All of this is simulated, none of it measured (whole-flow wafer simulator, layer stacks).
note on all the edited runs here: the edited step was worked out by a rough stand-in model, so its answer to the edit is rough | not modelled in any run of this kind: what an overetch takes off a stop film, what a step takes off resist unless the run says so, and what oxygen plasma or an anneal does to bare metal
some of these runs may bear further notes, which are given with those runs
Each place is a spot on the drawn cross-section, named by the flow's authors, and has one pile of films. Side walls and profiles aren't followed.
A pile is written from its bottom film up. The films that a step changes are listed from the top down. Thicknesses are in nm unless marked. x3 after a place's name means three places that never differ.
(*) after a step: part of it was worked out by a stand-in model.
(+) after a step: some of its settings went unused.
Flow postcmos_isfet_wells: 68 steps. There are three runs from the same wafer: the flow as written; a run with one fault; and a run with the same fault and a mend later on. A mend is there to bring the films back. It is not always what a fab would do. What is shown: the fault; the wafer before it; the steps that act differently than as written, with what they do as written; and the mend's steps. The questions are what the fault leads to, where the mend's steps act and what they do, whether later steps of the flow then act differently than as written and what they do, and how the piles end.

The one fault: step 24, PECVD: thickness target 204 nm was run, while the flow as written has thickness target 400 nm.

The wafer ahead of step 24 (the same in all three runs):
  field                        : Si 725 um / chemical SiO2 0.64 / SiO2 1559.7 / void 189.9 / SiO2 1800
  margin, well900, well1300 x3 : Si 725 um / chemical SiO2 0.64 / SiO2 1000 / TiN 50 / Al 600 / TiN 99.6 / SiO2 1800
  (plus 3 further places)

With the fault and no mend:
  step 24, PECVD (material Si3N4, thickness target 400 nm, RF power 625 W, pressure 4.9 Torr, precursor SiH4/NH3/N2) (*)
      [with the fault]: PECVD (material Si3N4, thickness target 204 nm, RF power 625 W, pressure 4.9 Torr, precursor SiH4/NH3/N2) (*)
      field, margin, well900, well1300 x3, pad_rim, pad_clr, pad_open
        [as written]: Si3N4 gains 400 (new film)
        [with the fault]: Si3N4 gains 204 (new film)
  Later steps of the flow acting differently than as written (2 more steps, not shown, differ only slightly: by at most 2% or 0.5 nm, whichever is larger):
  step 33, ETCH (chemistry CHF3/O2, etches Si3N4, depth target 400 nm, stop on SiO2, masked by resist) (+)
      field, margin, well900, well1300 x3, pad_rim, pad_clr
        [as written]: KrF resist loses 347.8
        [with the fault]: KrF resist loses 266.1
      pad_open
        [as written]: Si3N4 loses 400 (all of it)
        [with the fault]: Si3N4 loses 204 (all of it)
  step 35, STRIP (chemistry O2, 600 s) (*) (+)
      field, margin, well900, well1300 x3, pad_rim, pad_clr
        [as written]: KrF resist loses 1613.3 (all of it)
        [with the fault]: KrF resist loses 1695.1 (all of it)
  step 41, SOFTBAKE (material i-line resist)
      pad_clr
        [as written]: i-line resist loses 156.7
        [with the fault]: i-line resist loses 137.2
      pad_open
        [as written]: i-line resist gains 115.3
        [with the fault]: i-line resist gains 106.6
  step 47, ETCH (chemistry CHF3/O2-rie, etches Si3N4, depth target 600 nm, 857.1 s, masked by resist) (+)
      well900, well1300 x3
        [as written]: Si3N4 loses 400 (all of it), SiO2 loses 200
        [with the fault]: Si3N4 loses 204 (all of it), SiO2 loses 396
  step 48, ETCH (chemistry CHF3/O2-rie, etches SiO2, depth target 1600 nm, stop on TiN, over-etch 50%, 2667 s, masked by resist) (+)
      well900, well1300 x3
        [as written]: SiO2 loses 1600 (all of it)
        [with the fault]: SiO2 loses 1404 (all of it)
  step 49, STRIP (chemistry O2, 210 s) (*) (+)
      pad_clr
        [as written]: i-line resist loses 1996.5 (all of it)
        [with the fault]: i-line resist loses 2077.2 (all of it)
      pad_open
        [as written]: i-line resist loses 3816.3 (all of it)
        [with the fault]: i-line resist loses 3737.3 (all of it)
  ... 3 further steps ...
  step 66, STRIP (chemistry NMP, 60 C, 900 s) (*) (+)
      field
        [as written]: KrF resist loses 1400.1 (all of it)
        [with the fault]: KrF resist loses 1493.1 (all of it)
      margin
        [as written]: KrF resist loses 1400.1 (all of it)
        [with the fault]: KrF resist loses 1493 (all of it)
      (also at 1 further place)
  At field, margin, pad_rim, pad_clr, the piles at the end differ from the flow's by more than 2% or 0.5 nm, whichever is larger.
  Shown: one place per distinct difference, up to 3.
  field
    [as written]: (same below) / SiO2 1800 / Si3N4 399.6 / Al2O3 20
    [with the fault]: (same below) / SiO2 1800 / Si3N4 203.6 / Al2O3 20
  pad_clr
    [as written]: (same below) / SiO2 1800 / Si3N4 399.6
    [with the fault]: (same below) / SiO2 1800 / Si3N4 203.6

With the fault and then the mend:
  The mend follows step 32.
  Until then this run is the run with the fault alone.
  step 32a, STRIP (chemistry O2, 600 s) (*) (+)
      field, margin, well900, well1300 x3, pad_rim, pad_clr
        KrF resist loses 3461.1 (all of it)
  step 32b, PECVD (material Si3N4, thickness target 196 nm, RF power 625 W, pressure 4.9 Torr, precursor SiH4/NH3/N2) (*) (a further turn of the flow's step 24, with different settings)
      field, margin, well900, well1300 x3, pad_rim, pad_clr, pad_open
        Si3N4 gains 196
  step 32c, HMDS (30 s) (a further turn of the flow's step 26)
      alters no film at any place that is followed
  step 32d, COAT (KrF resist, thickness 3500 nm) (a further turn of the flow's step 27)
      field, margin, well900, well1300 x3, pad_rim, pad_clr, pad_open
        KrF resist gains 3500 (new film)
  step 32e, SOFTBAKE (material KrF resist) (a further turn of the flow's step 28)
      alters no film at any place that is followed
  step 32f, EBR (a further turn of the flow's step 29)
      alters no film at any place that is followed
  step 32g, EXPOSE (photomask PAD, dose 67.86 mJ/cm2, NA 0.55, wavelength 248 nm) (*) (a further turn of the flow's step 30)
      alters no film at any place that is followed
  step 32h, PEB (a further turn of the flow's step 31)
      field, margin, well900, well1300 x3, pad_rim, pad_clr, pad_open
        KrF resist loses 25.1
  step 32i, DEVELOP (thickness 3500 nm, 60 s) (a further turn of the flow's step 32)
      field, margin, well900, well1300 x3, pad_rim, pad_clr
        KrF resist loses 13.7
      pad_open
        KrF resist loses 3474.9 (all of it)
  Every later step of the flow that is run acts as written at every place that is followed.
  The piles end the same as the flow's at every place that both follow.
